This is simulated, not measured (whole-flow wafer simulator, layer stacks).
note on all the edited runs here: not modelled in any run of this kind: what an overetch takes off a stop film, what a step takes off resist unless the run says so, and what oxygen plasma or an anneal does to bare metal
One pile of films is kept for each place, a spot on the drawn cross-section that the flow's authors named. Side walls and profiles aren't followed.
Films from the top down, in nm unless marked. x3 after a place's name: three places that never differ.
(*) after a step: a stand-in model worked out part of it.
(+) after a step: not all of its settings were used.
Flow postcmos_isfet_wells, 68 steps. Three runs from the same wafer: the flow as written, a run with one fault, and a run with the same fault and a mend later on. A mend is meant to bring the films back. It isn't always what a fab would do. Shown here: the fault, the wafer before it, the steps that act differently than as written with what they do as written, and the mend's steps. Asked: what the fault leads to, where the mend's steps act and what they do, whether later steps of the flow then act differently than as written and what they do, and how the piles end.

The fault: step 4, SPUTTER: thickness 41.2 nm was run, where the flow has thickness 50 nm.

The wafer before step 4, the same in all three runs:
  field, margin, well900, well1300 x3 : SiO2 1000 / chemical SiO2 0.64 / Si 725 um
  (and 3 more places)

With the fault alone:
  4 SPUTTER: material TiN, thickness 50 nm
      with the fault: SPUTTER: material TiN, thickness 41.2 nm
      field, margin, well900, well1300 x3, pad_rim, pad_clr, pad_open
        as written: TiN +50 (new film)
        with the fault: TiN +41.2 (new film)
  Later steps of the flow that act differently than as written:
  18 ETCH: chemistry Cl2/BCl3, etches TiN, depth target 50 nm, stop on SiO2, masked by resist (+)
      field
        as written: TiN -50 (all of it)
        with the fault: TiN -41.2 (all of it)
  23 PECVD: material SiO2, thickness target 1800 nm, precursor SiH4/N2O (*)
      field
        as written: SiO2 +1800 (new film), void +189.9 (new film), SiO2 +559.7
        with the fault: SiO2 +1800 (new film), void +183.2 (new film), SiO2 +557.5
  At the end the piles differ from the flow's by more than 2% or 0.5 nm, whichever is larger, at field, margin, well900, well1300 x3, pad_rim, pad_clr, pad_open.
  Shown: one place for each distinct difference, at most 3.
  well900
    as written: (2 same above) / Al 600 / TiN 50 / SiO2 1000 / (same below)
    with the fault: (2 same above) / Al 600 / TiN 41.2 / SiO2 1000 / (same below)
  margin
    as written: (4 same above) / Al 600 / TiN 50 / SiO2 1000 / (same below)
    with the fault: (4 same above) / Al 600 / TiN 41.2 / SiO2 1000 / (same below)
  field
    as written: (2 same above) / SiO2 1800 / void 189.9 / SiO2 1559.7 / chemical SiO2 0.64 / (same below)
    with the fault: (2 same above) / SiO2 1800 / void 183.2 / SiO2 1557.5 / chemical SiO2 0.64 / (same below)

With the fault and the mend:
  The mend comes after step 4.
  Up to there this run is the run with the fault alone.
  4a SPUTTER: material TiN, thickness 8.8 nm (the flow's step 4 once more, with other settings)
      field, margin, well900, well1300 x3, pad_rim, pad_clr, pad_open
        TiN +8.8
  No later step of the flow acts differently than as written at any place that is followed.
  At the end the piles are the same as the flow's at every place that both follow.
